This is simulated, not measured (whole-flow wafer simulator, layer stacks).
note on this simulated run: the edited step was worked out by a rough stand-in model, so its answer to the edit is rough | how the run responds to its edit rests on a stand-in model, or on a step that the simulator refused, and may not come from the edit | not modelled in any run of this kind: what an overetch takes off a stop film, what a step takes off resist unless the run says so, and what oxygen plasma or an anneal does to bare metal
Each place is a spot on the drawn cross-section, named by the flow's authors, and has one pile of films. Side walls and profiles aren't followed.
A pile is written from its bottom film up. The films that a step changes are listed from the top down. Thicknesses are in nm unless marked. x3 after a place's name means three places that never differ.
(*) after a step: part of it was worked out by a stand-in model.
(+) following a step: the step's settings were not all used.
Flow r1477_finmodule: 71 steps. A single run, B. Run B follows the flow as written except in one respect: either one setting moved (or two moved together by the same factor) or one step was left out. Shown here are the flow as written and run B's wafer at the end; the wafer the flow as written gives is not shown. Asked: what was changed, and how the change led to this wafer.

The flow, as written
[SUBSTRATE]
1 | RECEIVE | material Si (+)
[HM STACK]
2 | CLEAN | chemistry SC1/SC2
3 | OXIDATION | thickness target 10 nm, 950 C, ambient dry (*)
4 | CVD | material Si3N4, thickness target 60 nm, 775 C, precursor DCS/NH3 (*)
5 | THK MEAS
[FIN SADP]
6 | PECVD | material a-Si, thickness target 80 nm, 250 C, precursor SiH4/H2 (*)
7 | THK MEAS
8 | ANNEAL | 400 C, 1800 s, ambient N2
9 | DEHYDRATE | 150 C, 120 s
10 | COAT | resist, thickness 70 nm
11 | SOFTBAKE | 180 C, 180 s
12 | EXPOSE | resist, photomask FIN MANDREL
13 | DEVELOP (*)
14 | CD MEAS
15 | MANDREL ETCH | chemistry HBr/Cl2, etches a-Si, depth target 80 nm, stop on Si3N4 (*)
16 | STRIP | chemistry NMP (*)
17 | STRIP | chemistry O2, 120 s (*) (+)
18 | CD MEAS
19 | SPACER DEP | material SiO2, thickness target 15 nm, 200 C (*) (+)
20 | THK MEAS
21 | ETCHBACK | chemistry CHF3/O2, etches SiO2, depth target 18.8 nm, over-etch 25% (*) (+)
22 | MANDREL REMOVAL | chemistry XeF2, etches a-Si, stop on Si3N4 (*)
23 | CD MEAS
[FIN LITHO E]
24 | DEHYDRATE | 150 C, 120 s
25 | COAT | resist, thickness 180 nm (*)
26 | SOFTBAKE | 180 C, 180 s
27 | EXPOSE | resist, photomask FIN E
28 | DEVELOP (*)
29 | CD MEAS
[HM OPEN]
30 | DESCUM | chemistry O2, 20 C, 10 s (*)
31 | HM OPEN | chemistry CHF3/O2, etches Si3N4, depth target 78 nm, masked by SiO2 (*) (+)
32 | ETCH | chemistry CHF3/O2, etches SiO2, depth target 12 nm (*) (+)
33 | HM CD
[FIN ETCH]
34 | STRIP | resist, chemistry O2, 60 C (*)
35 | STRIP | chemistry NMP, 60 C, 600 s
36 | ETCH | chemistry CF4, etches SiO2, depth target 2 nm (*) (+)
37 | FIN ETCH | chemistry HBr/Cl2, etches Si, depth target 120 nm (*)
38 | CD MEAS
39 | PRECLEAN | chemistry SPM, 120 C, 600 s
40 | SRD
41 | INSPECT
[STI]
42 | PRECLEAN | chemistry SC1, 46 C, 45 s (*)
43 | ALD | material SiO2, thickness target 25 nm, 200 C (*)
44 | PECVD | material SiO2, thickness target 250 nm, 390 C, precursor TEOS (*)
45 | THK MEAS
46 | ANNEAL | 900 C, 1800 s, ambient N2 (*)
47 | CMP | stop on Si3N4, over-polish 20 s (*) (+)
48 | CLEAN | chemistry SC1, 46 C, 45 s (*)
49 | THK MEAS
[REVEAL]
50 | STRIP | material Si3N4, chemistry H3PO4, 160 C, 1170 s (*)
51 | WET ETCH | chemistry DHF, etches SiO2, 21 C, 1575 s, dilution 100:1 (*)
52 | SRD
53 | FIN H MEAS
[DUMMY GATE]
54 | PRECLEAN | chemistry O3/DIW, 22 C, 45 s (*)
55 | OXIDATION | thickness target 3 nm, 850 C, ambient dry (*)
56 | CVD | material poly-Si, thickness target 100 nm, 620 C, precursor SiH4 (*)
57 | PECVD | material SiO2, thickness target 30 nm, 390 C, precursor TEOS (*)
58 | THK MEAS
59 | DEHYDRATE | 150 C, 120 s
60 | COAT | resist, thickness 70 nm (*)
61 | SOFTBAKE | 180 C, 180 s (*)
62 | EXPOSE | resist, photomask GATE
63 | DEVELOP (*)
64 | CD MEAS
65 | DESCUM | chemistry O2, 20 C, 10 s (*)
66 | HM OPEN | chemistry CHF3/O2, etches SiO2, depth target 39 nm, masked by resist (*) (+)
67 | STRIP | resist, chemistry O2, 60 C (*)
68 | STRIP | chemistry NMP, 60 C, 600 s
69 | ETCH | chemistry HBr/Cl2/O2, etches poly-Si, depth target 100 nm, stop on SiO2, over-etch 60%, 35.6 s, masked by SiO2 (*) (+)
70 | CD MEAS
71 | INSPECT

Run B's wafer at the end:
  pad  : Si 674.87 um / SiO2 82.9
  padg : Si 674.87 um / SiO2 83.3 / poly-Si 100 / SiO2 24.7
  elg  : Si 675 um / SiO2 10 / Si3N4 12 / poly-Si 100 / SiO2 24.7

Cause: step 4, CVD: thickness target 40.2 nm was run, whereas the flow has thickness target 60 nm.

Step by step, how the change led to this:
  4 | CVD | material Si3N4, thickness target 60 nm, 775 C, precursor DCS/NH3 (*)
      pad, padg, elg and 33 more: Si3N4 gains 40.2 (new film) (as written it would have been: Si3N4 gains 60 (new film))
  31 | HM OPEN | chemistry CHF3/O2, etches Si3N4, depth target 78 nm, masked by SiO2 (*) (+)
      pad, padg, esg and 13 more: Si3N4 loses 36.6 (all of it), SiO2 loses 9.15 (as written it would have been: Si3N4 loses 56.4 (all of it), SiO2 loses 10 (all of it))
      elg, e40lg, e100lg, e200lg, elo, e40lo, e100lo, e200lo: resist loses 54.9 (as written it would have been: resist loses 78)
      (also at 12 further places)
  32 | ETCH | chemistry CHF3/O2, etches SiO2, depth target 12 nm (*) (+)
      pad, padg, e40sg and 11 more: SiO2 loses 0.85 (all of it), Si loses 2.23 (as written it would have been: Si loses 2.4)
      esg, eso: SiO2 loses 0.85 (all of it), Si loses 2.23 (as written it would have been: Si loses 1.77)
      (also at 6 further places)
  34 | STRIP | resist, chemistry O2, 60 C (*)
      elg, e40lg, e100lg, e200lg, elo, e40lo, e100lo, e200lo: resist loses 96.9 (all of it) (as written it would have been: resist loses 73.8 (all of it))
  43 | ALD | material SiO2, thickness target 25 nm, 200 C (*)
      s40cg, s45cg, s50cg, s40co, s45co, s50co: SiO2 gains 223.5 (new film) (as written it would have been: SiO2 gains 232.1 (new film))
      esg: SiO2 gains 174.9 (new film) (as written it would have been: SiO2 gains 194.3 (new film))
  47 | CMP | stop on Si3N4, over-polish 20 s (*) (+)
      pad, padg, e40sg and 11 more: SiO2 loses 91.8 (as written it would have been: SiO2 loses 71.8)
      s40cg, s45cg, s50cg, s40co, s45co, s50co: SiO2 loses 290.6 (as written it would have been: SiO2 loses 279)
      (also at 7 further places)
  50 | STRIP | material Si3N4, chemistry H3PO4, 160 C, 1170 s (*)
      s40sg_line, s45sg_line, s50sg_line, s40so_line, s45so_line, s50so_line: Si3N4 loses 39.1 (all of it), SiO2 loses 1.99 (as written it would have been: Si3N4 loses 58.9 (all of it), SiO2 loses 1.37)
  51 | WET ETCH | chemistry DHF, etches SiO2, 21 C, 1575 s, dilution 100:1 (*)
      s40sg_line, s45sg_line, s50sg_line, s40so_line, s45so_line, s50so_line: SiO2 loses 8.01 (all of it) (as written it would have been: SiO2 loses 8.63 (all of it))
  56 | CVD | material poly-Si, thickness target 100 nm, 620 C, precursor SiH4 (*)
      s40cg, s40co: poly-Si gains 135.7 (new film) (as written it would have been: poly-Si gains 113.9 (new film))
      s45cg, s45co: poly-Si gains 135.7 (new film) (as written it would have been: poly-Si gains 113.4 (new film))
      (also at 2 further places)
  60 | COAT | resist, thickness 70 nm (*)
      s40cg, s40co: resist gains 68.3 (new film) (as written it would have been: resist gains 70.6 (new film))
      s40sg, s40so: resist gains 110.5 (new film) (as written it would have been: resist gains 91 (new film))
      (also at 8 further places)
  63 | DEVELOP (*)
      s40co: resist loses 68.3 (all of it) (as written it would have been: resist loses 70.6 (all of it))
      s40so: resist loses 110.5 (all of it) (as written it would have been: resist loses 91 (all of it))
      (also at 4 further places)
  67 | STRIP | resist, chemistry O2, 60 C (*)
      s40cg: resist loses 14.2 (all of it) (as written it would have been: resist loses 16.5 (all of it))
      s40sg: resist loses 56.4 (all of it) (as written it would have been: resist loses 36.9 (all of it))
      (also at 4 further places)
  69 | ETCH | chemistry HBr/Cl2/O2, etches poly-Si, depth target 100 nm, stop on SiO2, over-etch 60%, 35.6 s, masked by SiO2 (*) (+)
      s40co: chemical SiO2 loses 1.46 (all of it), poly-Si loses 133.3 (all of it), SiO2 loses 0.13 (as written it would have been: chemical SiO2 loses 1.46 (all of it), poly-Si loses 111.5 (all of it), SiO2 loses 0.24)
      s45co: chemical SiO2 loses 1.46 (all of it), poly-Si loses 133.3 (all of it), SiO2 loses 0.13 (as written it would have been: chemical SiO2 loses 1.46 (all of it), poly-Si loses 110.9 (all of it), SiO2 loses 0.25)
      (also at 1 further place)
